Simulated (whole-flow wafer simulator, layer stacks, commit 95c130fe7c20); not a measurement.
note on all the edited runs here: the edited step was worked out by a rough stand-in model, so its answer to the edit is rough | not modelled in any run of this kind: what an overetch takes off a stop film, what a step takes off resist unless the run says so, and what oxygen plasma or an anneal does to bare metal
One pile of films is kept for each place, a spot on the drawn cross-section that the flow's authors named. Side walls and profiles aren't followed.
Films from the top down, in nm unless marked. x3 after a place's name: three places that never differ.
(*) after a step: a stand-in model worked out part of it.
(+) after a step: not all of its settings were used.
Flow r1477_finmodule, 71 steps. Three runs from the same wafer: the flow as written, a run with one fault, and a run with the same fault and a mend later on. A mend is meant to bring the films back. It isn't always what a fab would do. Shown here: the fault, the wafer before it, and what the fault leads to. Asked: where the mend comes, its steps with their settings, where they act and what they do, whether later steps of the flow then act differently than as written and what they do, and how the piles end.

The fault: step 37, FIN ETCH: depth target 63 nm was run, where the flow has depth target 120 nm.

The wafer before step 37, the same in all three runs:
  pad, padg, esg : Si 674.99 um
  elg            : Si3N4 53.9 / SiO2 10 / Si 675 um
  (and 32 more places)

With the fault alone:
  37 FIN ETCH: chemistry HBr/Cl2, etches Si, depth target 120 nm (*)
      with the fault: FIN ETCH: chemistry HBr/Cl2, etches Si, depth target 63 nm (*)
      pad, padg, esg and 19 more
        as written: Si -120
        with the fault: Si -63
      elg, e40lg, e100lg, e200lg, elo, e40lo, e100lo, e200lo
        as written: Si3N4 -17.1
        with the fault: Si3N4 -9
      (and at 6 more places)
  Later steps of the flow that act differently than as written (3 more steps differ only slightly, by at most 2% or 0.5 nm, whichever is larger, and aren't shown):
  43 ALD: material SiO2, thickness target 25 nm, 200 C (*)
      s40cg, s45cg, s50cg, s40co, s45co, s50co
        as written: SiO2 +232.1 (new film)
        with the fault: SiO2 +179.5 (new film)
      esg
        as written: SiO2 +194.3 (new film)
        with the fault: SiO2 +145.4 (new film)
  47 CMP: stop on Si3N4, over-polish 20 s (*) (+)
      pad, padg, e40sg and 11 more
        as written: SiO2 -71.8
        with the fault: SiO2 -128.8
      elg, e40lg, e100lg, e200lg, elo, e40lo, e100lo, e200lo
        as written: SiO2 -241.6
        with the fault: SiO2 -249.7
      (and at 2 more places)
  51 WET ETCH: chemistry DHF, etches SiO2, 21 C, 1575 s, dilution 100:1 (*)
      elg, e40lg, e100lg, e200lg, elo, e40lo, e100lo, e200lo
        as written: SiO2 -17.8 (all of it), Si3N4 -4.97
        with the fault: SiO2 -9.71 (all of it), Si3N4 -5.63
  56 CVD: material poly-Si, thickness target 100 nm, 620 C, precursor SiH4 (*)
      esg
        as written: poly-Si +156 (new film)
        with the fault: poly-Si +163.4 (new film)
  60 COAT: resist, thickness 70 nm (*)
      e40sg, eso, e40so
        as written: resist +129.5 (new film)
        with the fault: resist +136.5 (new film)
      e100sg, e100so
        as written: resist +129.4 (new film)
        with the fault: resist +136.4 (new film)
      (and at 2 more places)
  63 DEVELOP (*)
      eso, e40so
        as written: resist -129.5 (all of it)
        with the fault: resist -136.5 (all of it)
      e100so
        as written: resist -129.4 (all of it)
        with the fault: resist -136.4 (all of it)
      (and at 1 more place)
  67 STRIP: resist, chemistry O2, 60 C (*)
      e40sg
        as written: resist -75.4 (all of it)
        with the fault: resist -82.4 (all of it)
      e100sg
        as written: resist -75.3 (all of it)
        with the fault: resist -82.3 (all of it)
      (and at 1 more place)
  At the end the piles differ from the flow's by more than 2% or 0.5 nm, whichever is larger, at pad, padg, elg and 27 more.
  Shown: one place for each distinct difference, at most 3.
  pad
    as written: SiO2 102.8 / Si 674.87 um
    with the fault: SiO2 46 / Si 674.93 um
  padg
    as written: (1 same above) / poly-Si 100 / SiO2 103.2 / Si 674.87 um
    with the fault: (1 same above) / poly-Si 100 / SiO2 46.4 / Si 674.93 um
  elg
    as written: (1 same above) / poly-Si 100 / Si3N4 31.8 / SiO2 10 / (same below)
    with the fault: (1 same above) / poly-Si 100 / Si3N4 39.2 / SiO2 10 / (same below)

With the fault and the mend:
  The mend comes after step 38.
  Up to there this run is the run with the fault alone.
  38a FIN ETCH: chemistry HBr/Cl2, etches Si, depth target 57 nm (*) (the flow's step 37 once more, with other settings)
      pad, padg, esg and 19 more
        Si -57
      elg, e40lg, e100lg, e200lg, elo, e40lo, e100lo, e200lo
        Si3N4 -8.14
      s40sg_line, s45sg_line, s50sg_line, s40so_line, s45so_line, s50so_line
        SiO2 -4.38
  No later step of the flow acts differently than as written at any place that is followed.
  At the end the piles are the same as the flow's at every place that both follow.
